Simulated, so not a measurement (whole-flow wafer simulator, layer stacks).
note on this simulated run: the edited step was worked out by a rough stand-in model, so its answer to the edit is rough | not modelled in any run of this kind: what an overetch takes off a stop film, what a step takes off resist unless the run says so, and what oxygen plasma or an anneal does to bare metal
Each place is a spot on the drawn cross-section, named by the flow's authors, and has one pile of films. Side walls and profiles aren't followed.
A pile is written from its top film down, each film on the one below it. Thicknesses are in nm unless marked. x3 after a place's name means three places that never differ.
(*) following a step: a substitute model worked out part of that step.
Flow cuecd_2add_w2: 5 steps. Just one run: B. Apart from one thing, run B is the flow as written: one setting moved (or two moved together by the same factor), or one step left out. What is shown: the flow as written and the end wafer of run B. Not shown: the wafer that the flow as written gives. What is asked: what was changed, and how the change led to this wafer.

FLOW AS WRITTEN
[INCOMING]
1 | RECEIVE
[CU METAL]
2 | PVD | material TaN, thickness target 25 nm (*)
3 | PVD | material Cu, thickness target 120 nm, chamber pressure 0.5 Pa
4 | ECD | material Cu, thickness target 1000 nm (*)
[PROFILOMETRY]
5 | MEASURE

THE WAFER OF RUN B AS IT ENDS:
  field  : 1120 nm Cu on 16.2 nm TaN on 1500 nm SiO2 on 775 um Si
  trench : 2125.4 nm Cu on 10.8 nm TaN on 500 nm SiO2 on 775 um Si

Cause: step 2, PVD: thickness target 16.2 nm was run, while the flow as written has thickness target 25 nm.
The wafer itself shows it: field has TaN 16.2, and step 2 as written asks for 25 nm.

The path from the change to this, step by step:
  2 | PVD | material TaN, thickness target 25 nm (*)
      field: TaN gains 16.2 (new film) (it would be, as written: TaN gains 25 (new film))
      trench: TaN gains 10.8 (new film) (it would be, as written: TaN gains 16.6 (new film))
